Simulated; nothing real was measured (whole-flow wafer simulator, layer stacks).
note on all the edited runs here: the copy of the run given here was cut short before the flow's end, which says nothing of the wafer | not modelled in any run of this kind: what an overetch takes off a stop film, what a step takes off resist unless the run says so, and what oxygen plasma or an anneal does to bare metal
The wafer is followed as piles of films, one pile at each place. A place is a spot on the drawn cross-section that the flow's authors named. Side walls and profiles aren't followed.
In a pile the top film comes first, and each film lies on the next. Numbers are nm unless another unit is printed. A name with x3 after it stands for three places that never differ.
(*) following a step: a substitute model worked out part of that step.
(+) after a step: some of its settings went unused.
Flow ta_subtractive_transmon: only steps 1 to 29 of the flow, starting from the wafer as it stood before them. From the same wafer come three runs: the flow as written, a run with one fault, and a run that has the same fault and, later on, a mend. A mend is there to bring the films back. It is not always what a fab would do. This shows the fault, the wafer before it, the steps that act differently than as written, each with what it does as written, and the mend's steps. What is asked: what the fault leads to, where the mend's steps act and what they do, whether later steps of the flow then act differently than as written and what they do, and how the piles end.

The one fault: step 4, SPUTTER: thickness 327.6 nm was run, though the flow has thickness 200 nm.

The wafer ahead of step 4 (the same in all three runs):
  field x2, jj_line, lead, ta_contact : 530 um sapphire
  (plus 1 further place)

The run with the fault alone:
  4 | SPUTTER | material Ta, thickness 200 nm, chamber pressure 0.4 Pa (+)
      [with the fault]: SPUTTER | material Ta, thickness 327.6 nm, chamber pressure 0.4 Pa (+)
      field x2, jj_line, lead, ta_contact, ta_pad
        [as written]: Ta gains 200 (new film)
        [with the fault]: Ta gains 327.6 (new film)
  Steps later in the flow that act otherwise than as written (3 other steps are not shown; they differ only slightly, by no more than 2% or 0.5 nm, whichever is larger):
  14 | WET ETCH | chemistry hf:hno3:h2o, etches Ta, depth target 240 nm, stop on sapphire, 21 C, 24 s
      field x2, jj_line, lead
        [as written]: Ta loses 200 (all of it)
        [with the fault]: Ta loses 240
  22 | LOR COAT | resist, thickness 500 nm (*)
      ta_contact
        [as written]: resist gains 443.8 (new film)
        [with the fault]: resist gains 433.7 (new film)
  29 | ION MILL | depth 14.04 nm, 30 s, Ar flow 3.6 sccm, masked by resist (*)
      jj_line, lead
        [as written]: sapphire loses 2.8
        [with the fault]: Ta loses 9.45
  At field x2, jj_line, lead, ta_contact, ta_pad, the piles at the end differ from the flow's by more than 2% or 0.5 nm, whichever is larger.
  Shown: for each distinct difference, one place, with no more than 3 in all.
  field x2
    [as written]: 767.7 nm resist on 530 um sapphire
    [with the fault]: 767.7 nm resist on 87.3 nm Ta on 530 um sapphire
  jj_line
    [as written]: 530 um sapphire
    [with the fault]: 77.9 nm Ta on 530 um sapphire
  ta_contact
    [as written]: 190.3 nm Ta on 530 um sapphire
    [with the fault]: 317.9 nm Ta on 530 um sapphire

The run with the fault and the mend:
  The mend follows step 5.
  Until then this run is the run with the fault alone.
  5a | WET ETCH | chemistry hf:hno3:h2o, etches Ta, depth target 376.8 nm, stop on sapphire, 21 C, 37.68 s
      field x2, jj_line, lead, ta_contact, ta_pad
        Ta loses 327.6 (all of it)
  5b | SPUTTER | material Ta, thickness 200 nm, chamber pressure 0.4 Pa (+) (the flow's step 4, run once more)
      field x2, jj_line, lead, ta_contact, ta_pad
        Ta gains 200 (new film)
  Every later step of the flow that is run acts as written at every place that is followed.
  By the end, the piles equal the flow's at every place that both follow.
